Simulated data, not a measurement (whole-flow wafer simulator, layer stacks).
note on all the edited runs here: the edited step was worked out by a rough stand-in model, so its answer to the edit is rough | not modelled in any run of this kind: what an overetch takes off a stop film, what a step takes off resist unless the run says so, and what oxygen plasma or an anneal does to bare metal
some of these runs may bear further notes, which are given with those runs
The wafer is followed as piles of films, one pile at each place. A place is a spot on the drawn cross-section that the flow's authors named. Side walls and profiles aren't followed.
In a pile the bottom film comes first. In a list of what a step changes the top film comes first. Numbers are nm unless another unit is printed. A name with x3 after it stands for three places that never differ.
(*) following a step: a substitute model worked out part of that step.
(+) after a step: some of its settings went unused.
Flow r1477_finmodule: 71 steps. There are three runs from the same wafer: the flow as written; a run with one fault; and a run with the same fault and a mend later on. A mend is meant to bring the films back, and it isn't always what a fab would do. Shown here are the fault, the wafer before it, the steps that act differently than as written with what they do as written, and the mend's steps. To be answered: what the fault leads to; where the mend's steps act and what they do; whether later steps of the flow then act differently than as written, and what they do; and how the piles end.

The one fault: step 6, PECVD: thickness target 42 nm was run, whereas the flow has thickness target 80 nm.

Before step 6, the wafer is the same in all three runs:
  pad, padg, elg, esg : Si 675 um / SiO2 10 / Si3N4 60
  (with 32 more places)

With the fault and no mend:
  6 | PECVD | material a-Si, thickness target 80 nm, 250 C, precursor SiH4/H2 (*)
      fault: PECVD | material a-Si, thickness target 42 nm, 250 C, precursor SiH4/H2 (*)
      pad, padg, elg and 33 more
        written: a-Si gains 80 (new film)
        fault: a-Si gains 42 (new film)
  Steps later in the flow that act otherwise than as written (not shown: 2 more steps that differ only slightly, by at most 2% or 0.5 nm, whichever is larger):
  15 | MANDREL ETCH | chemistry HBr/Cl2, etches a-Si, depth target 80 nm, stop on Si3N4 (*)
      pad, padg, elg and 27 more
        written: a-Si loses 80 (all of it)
        fault: a-Si loses 42 (all of it)
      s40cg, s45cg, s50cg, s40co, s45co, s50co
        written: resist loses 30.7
        fault: resist loses 24.1
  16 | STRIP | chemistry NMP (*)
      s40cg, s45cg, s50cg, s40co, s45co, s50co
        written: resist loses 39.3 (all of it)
        fault: resist loses 45.9 (all of it)
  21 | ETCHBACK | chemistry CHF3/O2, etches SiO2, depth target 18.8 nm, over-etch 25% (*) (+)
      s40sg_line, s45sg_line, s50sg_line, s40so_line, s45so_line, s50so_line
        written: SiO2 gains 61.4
        fault: SiO2 gains 23.4
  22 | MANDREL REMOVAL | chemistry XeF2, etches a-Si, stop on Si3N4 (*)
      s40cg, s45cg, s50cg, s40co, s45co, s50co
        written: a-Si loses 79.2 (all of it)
        fault: a-Si loses 41.2 (all of it)
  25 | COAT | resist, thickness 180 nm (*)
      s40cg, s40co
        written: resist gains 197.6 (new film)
        fault: resist gains 188.1 (new film)
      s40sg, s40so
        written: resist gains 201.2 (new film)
        fault: resist gains 191.7 (new film)
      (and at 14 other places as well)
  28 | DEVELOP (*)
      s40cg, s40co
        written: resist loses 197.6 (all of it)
        fault: resist loses 188.1 (all of it)
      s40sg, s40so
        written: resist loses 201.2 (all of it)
        fault: resist loses 191.7 (all of it)
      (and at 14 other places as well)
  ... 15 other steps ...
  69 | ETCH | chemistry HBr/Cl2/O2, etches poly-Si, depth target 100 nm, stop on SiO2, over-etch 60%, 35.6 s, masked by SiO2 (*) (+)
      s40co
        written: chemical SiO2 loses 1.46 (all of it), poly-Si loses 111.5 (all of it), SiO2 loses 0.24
        fault: chemical SiO2 loses 1.36 (all of it), poly-Si loses 134.3 (all of it), SiO2 loses 0.13
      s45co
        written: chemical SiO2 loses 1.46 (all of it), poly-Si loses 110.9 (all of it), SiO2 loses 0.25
        fault: chemical SiO2 loses 1.36 (all of it), poly-Si loses 134.3 (all of it), SiO2 loses 0.13
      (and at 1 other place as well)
  The piles end different from the flow's at pad, padg, elg and 27 more by more than 2% or 0.5 nm, whichever is larger.
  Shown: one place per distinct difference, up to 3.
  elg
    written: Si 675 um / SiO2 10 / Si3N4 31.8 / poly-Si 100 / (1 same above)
    fault: Si 674.99 um / SiO2 3 / poly-Si 100 / (1 same above)
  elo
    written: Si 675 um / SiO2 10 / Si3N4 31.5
    fault: Si 674.99 um / SiO2 2.58
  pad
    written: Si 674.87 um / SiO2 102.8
    fault: Si 674.87 um / SiO2 80

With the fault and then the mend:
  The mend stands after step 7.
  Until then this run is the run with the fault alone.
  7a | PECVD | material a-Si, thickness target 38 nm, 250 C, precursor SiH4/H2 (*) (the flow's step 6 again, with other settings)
      pad, padg, elg and 33 more
        a-Si gains 38
  None of the later steps of the flow acts differently than as written at any place that is followed.
  At every place that both follow, the piles at the end match the flow's.
